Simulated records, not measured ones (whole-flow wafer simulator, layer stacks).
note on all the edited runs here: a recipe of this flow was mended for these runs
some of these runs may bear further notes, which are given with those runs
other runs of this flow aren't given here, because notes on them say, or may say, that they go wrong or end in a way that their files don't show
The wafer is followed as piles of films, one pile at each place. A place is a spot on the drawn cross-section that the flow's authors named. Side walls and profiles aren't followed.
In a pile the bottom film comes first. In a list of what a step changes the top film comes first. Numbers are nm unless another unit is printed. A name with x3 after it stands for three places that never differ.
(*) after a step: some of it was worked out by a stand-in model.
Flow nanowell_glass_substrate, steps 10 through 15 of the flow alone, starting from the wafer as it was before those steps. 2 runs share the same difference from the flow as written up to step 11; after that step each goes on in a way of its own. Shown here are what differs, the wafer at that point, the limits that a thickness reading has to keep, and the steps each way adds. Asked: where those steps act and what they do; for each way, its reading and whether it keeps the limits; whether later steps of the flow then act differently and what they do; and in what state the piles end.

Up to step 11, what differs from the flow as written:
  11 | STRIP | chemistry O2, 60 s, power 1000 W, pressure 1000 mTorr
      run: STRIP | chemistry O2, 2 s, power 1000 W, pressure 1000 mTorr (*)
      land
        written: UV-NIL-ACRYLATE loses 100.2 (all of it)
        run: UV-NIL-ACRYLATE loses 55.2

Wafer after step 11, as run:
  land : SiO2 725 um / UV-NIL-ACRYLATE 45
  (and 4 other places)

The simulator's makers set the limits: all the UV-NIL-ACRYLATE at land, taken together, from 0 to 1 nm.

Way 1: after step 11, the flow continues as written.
  The reading taken after step 11 is 45 nm, which is outside the limits.
  Later steps of the flow acting differently than as written:
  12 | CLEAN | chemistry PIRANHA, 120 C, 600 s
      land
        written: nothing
        way: UV-NIL-ACRYLATE loses 45 (all of it)
  The piles end the same as the flow's at every place that both follow.

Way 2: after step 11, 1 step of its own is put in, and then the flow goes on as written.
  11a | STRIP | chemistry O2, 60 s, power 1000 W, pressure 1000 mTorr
      land
        UV-NIL-ACRYLATE loses 45 (all of it)
  The reading taken after step 11a is 0 nm, which is within the limits.
  Every later step of the flow that is run acts as written at every place that is followed.
  The piles end the same as the flow's at every place that both follow.

Keeping within the limits: way 2. Outside them: way 1.
